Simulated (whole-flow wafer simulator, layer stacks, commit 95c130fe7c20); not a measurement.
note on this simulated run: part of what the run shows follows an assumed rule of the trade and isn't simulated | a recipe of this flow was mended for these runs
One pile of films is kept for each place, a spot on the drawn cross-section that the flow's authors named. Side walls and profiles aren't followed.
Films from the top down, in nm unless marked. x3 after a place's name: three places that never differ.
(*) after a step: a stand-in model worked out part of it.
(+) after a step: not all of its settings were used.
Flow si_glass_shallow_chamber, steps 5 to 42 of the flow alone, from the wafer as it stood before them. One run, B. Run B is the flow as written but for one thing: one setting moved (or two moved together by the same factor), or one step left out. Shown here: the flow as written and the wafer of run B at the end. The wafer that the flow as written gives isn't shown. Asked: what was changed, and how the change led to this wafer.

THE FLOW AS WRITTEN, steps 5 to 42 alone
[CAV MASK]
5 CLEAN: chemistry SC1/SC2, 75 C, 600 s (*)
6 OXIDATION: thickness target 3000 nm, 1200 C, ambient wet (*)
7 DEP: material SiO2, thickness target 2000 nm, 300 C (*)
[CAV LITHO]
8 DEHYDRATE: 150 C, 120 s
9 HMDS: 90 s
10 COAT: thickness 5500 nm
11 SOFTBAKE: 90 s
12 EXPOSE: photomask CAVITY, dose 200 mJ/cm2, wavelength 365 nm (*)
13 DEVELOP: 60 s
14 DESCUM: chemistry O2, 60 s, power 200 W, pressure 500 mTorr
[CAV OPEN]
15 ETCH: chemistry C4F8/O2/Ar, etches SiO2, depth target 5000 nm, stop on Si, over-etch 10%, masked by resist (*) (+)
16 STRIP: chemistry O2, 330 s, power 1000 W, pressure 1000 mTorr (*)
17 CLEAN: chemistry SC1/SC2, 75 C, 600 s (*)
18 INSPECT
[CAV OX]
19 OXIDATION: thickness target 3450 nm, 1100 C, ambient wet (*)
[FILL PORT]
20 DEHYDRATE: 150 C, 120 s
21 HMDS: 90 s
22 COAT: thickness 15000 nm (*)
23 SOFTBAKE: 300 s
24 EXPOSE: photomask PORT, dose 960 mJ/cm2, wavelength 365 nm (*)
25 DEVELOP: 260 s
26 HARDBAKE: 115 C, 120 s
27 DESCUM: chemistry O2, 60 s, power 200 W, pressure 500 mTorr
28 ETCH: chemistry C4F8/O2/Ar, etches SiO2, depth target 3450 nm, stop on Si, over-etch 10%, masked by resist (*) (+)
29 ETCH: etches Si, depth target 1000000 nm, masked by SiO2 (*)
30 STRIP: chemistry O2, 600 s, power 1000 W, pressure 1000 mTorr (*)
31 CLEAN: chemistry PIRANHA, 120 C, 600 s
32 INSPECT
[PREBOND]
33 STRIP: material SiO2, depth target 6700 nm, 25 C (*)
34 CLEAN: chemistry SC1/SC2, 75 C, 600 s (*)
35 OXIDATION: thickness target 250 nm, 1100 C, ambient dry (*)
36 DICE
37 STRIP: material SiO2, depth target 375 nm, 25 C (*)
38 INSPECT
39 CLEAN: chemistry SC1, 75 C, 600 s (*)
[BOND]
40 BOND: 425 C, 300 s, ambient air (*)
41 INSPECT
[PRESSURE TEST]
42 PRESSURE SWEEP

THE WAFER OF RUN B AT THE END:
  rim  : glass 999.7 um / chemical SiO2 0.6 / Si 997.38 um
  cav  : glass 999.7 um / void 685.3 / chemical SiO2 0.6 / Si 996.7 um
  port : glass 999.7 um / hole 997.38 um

The cause: step 6, OXIDATION: thickness target 4800 nm was run, where the flow has thickness target 3000 nm.

How the change led to this, step by step:
  6 OXIDATION: thickness target 3000 nm, 1200 C, ambient wet (*)
      rim, ramp, cav, port, septum, ring: SiO2 +4800 (new film), chemical SiO2 -0.6 (all of it), Si -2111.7 (as written it would be: SiO2 +3000 (new film), chemical SiO2 -0.6 (all of it), Si -1319.7)
  15 ETCH: chemistry C4F8/O2/Ar, etches SiO2, depth target 5000 nm, stop on Si, over-etch 10%, masked by resist (*) (+)
      cav, port: SiO2 -5500 (as written it would be: SiO2 -5000 (all of it), Si -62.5)
  16 STRIP: chemistry O2, 330 s, power 1000 W, pressure 1000 mTorr (*)
      cav, port: nothing (as written it would be: chemical SiO2 +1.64 (new film), Si -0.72)
  17 CLEAN: chemistry SC1/SC2, 75 C, 600 s (*)
      cav, port: SiO2 -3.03 (as written it would be: chemical SiO2 -1.04, Si -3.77)
  19 OXIDATION: thickness target 3450 nm, 1100 C, ambient wet (*)
      cav, port: SiO2 +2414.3, Si -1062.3 (as written it would be: SiO2 +3450 (new film), chemical SiO2 -0.6 (all of it), Si -1517.7)
      rim, ramp, septum, ring: SiO2 +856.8, Si -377 (as written it would be: SiO2 +1110.9, Si -488.8)
  22 COAT: thickness 15000 nm (*)
      rim: thick-i-line-resist +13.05 um (new film) (as written it would be: thick-i-line-resist +13.4 um (new film))
      ramp: thick-i-line-resist +12.42 um (new film) (as written it would be: thick-i-line-resist +12.89 um (new film))
      (and at 4 more places)
  23 SOFTBAKE: 300 s
      rim: thick-i-line-resist -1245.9 (as written it would be: thick-i-line-resist -997)
      ramp: thick-i-line-resist -621.3 (as written it would be: thick-i-line-resist -487.1)
      (and at 4 more places)
  25 DEVELOP: 260 s
      port: thick-i-line-resist -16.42 um (all of it) (as written it would be: thick-i-line-resist -16.16 um (all of it))
  26 HARDBAKE: 115 C, 120 s
      rim, ramp: thick-i-line-resist -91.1 (as written it would be: thick-i-line-resist -98.2)
      cav: thick-i-line-resist -150.8 (as written it would be: thick-i-line-resist -147.1)
  28 ETCH: chemistry C4F8/O2/Ar, etches SiO2, depth target 3450 nm, stop on Si, over-etch 10%, masked by resist (*) (+)
      port: SiO2 -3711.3 (all of it), Si -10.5 (as written it would be: SiO2 -3450 (all of it), Si -43.1)
  29 ETCH: etches Si, depth target 1000000 nm, masked by SiO2 (*)
      rim, ramp: thick-i-line-resist -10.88 um (all of it), SiO2 -1935.9 (as written it would be: thick-i-line-resist -11.47 um (all of it), SiO2 -1617.3)
      port: hole +996.81 um (new film), Si -996.81 um (all of it) (as written it would be: hole +997.05 um (new film), Si -997.05 um (all of it))
      (and at 2 more places)
  30 STRIP: chemistry O2, 600 s, power 1000 W, pressure 1000 mTorr (*)
      cav: thick-i-line-resist -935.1 (all of it) (as written it would be: thick-i-line-resist -669.6 (all of it))
  33 STRIP: material SiO2, depth target 6700 nm, 25 C (*)
      rim, ramp: SiO2 -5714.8 (all of it) (as written it would be: SiO2 -4487.5 (all of it))
      cav: SiO2 -3711.3 (all of it) (as written it would be: SiO2 -3450 (all of it))
      (and at 2 more places)
  40 BOND: 425 C, 300 s, ambient air (*)
      cav: glass +999.7 um (new film), void +685.3 (new film) (as written it would be: glass +999.7 um (new film), void +1095.9 (new film))
      port: glass +999.7 um (new film), hole +574 (as written it would be: glass +999.7 um (new film), hole +1017.3)
